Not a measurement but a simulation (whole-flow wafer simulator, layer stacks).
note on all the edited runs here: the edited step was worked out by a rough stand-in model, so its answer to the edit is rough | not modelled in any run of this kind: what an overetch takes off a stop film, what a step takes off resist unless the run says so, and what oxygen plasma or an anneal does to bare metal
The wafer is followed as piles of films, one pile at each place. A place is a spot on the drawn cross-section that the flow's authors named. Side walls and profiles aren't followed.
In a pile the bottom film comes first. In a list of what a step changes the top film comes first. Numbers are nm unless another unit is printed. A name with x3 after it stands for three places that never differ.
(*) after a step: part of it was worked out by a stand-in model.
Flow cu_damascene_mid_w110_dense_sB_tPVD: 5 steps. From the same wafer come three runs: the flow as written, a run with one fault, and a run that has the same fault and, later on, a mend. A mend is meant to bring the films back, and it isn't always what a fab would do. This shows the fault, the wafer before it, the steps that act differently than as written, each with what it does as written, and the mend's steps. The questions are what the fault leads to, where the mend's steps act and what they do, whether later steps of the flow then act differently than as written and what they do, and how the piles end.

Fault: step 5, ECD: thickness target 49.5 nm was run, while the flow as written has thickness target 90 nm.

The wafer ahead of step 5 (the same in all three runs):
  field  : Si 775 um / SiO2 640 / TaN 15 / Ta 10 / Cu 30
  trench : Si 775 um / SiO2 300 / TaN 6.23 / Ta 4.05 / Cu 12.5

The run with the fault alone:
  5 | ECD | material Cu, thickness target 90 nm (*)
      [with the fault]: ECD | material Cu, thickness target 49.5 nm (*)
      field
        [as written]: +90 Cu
        [with the fault]: +49.5 Cu
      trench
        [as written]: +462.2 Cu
        [with the fault]: +421.7 Cu
  None of the later steps of the flow acts differently than as written at any place that is followed.
  At field, trench, the piles at the end differ from the flow's by more than 2% or 0.5 nm, whichever is larger.
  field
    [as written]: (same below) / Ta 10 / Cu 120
    [with the fault]: (same below) / Ta 10 / Cu 79.5
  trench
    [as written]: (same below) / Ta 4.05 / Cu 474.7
    [with the fault]: (same below) / Ta 4.05 / Cu 434.2

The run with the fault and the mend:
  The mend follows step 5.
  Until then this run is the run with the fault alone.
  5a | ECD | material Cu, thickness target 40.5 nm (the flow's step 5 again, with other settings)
      field, trench
        +40.5 Cu
  None of the later steps of the flow acts differently than as written at any place that is followed.
  At every place that both follow, the piles at the end match the flow's.
